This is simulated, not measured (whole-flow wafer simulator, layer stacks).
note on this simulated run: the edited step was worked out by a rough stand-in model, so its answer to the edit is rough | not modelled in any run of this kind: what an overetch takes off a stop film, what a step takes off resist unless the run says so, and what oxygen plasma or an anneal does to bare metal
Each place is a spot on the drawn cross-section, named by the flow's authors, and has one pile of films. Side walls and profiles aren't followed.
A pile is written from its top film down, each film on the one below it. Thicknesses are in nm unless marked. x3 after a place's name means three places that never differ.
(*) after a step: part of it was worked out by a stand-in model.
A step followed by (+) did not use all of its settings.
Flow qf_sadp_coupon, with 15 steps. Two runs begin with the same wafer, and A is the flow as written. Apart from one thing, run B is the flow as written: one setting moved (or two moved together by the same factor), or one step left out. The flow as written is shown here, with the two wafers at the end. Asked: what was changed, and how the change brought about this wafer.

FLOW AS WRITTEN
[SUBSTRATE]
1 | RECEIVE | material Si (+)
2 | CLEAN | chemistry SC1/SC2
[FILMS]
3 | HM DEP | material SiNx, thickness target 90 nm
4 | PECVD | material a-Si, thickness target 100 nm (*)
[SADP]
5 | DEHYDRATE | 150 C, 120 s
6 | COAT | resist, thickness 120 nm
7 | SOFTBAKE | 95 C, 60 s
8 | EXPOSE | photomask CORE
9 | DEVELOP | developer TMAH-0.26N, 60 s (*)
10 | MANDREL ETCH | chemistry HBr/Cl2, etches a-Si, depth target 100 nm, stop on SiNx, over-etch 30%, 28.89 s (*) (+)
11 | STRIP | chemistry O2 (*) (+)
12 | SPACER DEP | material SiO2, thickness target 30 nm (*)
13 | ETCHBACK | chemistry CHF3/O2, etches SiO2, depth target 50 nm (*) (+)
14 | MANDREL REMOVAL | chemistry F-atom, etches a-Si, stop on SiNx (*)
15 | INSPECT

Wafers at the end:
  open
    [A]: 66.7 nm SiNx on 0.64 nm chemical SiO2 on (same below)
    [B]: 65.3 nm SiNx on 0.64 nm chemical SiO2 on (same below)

The reason: step 10, MANDREL ETCH: depth target 107.5 nm was run, while the flow as written has depth target 100 nm.

Step by step, how the change led to this:
  10 | MANDREL ETCH | chemistry HBr/Cl2, etches a-Si, depth target 100 nm, stop on SiNx, over-etch 30%, 28.89 s (*) (+)
      m: A -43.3 resist | B -46.6 resist
      open: A -100 a-Si (all of it), -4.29 SiNx | B -100 a-Si (all of it), -5.68 SiNx
  11 | STRIP | chemistry O2 (*) (+)
      m: A +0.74 chemical SiO2 (new film), -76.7 resist (all of it), -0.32 a-Si | B +0.74 chemical SiO2 (new film), -73.4 resist (all of it), -0.33 a-Si
